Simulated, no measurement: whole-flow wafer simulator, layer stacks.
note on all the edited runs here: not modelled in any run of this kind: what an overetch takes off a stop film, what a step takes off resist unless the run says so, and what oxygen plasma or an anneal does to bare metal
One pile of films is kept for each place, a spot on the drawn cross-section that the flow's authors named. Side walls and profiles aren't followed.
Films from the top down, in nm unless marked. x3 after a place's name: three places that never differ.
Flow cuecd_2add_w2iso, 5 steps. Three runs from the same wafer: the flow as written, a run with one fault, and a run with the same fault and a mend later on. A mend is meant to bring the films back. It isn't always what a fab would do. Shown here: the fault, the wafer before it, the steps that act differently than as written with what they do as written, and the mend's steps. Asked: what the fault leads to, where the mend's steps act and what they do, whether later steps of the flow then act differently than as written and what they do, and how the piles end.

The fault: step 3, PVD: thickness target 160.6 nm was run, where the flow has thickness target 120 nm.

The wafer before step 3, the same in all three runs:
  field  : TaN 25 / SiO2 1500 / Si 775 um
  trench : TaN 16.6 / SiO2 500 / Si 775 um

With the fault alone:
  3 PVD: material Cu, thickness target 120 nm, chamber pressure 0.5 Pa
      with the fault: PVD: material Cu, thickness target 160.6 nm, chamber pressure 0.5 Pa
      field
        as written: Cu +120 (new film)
        with the fault: Cu +160.6 (new film)
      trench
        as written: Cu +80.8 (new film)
        with the fault: Cu +107.9 (new film)
  No later step of the flow acts differently than as written, at any place that is followed, by more than 2% or 0.5 nm, whichever is larger.
  At the end the piles differ from the flow's by more than 2% or 0.5 nm, whichever is larger, at field.
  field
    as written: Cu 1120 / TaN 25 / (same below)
    with the fault: Cu 1160.6 / TaN 25 / (same below)

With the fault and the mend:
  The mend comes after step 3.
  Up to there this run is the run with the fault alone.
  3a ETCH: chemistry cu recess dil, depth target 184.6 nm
      field
        Cu -160.6 (all of it)
      trench
        Cu -107.9 (all of it)
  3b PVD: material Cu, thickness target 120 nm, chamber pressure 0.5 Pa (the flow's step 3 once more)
      field
        Cu +120 (new film)
      trench
        Cu +80.8 (new film)
  No later step of the flow acts differently than as written at any place that is followed.
  At the end the piles are the same as the flow's at every place that both follow.
